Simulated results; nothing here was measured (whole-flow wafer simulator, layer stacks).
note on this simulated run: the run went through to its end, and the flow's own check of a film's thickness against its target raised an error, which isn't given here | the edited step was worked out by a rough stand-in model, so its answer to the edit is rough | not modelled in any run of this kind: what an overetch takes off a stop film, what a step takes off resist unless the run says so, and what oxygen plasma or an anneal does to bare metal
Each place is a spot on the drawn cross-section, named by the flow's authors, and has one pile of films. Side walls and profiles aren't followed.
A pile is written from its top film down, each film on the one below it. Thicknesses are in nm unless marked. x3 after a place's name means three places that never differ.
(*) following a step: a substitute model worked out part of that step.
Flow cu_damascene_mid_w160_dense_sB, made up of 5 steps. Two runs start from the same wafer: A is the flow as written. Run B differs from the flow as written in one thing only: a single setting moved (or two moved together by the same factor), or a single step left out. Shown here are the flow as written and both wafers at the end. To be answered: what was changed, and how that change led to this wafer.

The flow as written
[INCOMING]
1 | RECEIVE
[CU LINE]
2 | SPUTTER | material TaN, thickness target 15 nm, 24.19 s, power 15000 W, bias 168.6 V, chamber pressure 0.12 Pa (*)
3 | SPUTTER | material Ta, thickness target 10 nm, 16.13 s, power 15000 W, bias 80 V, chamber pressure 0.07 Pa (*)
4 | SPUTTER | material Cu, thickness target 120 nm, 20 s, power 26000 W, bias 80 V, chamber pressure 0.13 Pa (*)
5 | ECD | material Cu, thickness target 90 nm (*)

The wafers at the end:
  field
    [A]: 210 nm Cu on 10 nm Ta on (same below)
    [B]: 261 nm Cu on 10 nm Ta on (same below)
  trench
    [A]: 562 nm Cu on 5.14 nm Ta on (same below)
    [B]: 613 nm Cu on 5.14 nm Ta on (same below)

Cause: step 4, SPUTTER: thickness target 171 nm was run, whereas the flow has thickness target 120 nm; step 4, SPUTTER: 28.5 s was run, where the flow has 20 s.

Step by step, how the change led to this:
  4 | SPUTTER | material Cu, thickness target 120 nm, 20 s, power 26000 W, bias 80 V, chamber pressure 0.13 Pa (*)
      field: A Cu gains 120 (new film) | B Cu gains 171 (new film)
      trench: A Cu gains 62 (new film) | B Cu gains 88.4 (new film)
  5 | ECD | material Cu, thickness target 90 nm (*)
      trench: A Cu gains 500 | B Cu gains 524.7
